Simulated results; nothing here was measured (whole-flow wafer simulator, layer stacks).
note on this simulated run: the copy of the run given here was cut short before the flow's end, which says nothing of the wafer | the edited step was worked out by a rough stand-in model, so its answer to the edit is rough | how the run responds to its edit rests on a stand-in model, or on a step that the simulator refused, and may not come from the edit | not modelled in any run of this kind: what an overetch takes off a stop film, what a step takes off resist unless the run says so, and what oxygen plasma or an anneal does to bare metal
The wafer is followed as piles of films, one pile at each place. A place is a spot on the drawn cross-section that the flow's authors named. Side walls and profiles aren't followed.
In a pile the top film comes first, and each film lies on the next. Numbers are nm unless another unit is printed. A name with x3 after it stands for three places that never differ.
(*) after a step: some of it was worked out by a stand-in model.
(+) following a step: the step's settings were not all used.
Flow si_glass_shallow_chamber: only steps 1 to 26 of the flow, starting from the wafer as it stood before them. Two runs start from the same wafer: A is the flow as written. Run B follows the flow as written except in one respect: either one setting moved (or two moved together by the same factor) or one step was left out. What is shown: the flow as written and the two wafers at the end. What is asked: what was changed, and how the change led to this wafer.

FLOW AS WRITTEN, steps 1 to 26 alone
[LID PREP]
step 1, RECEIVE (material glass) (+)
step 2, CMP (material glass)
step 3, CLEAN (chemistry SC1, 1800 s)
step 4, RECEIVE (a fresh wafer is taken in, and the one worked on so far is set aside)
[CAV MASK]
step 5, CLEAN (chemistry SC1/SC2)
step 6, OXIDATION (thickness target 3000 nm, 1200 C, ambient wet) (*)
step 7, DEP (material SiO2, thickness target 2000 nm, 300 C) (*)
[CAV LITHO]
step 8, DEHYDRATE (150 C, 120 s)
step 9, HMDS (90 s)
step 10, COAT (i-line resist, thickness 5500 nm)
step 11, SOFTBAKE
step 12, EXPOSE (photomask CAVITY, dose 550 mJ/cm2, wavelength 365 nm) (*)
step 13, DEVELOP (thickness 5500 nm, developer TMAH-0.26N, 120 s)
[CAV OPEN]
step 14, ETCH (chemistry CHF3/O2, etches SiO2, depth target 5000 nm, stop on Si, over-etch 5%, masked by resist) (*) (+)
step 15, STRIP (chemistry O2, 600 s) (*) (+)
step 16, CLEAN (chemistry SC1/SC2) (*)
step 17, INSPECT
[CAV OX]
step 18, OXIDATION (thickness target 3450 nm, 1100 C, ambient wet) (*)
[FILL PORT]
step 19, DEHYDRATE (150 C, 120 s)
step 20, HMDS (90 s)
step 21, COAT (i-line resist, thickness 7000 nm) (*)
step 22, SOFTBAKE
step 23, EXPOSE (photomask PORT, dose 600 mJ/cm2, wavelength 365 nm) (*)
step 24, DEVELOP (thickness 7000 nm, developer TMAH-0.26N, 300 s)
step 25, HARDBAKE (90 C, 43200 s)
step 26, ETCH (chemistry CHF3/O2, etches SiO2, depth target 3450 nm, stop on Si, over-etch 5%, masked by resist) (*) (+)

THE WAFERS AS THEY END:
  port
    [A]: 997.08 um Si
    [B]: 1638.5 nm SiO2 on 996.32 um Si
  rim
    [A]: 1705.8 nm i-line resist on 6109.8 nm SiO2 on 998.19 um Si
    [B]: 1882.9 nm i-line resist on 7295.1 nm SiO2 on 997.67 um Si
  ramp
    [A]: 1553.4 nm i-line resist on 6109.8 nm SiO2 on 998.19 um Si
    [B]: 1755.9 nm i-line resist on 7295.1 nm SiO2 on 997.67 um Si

Cause: step 18, OXIDATION: thickness target 5261 nm was run, though the flow has thickness target 3450 nm.

Step by step, how the change led to this:
  step 18, OXIDATION (thickness target 3450 nm, 1100 C, ambient wet) (*)
      rim, ramp, septum, ring: A +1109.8 SiO2, -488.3 Si | B +2295.1 SiO2, -1009.9 Si
      cav, port: A +3450 SiO2 (new film), -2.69 chemical SiO2 (all of it), -1516.8 Si | B +5261 SiO2 (new film), -2.69 chemical SiO2 (all of it), -2313.7 Si
  step 21, COAT (i-line resist, thickness 7000 nm) (*)
      rim: A +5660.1 i-line resist (new film) | B +5781 i-line resist (new film)
      ramp: A +5087.8 i-line resist (new film) | B +5255.2 i-line resist (new film)
  step 22, SOFTBAKE
      rim: A -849 i-line resist | B -786.2 i-line resist
      ramp: A -434.5 i-line resist | B -392.1 i-line resist
      (and at 4 other places as well)
  step 25, HARDBAKE (90 C, 43200 s)
      rim: A -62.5 i-line resist | B -69 i-line resist
      ramp: A -57.1 i-line resist | B -64.3 i-line resist
      (and at 1 other place as well)
  step 26, ETCH (chemistry CHF3/O2, etches SiO2, depth target 3450 nm, stop on Si, over-etch 5%, masked by resist) (*) (+)
      port: A -3450 SiO2 (all of it), -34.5 Si | B -3622.5 SiO2
